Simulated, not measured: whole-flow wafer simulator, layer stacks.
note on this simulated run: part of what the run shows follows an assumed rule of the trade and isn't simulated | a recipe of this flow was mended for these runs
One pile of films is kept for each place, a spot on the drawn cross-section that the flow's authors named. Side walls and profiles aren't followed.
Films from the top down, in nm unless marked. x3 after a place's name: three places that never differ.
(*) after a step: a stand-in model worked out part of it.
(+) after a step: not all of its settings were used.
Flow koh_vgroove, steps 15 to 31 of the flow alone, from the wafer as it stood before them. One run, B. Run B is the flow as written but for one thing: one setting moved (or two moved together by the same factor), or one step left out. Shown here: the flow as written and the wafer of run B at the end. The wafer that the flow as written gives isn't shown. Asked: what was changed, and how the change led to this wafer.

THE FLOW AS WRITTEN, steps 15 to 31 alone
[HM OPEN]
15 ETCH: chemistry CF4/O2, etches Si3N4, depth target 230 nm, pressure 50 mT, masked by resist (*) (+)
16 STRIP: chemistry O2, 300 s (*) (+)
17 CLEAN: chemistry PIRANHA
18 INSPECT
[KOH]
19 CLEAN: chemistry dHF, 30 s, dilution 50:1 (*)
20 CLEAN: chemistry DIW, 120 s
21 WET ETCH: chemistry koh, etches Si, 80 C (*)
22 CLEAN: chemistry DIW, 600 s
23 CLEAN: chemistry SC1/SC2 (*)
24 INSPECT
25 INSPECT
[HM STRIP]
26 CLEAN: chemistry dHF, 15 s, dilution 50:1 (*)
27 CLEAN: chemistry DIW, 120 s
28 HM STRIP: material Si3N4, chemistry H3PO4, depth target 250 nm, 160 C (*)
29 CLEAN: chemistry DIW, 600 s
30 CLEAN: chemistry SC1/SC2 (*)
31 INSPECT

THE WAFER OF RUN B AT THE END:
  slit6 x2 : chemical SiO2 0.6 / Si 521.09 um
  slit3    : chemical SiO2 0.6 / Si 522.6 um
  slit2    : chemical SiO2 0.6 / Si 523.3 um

The cause: step 15, ETCH: depth target 368 nm was run, where the flow has depth target 230 nm.

How the change led to this, step by step:
  15 ETCH: chemistry CF4/O2, etches Si3N4, depth target 230 nm, pressure 50 mT, masked by resist (*) (+)
      slit3, slit2, slit6 x2: Si3N4 -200 (all of it), chemical SiO2 -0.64 (all of it), Si -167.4 (as written it would be: Si3N4 -200 (all of it), chemical SiO2 -0.64 (all of it), Si -29.4)
      field: i-line-resist -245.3 (as written it would be: i-line-resist -153.3)
  16 STRIP: chemistry O2, 300 s (*) (+)
      field: i-line-resist -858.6 (all of it) (as written it would be: i-line-resist -950.6 (all of it))
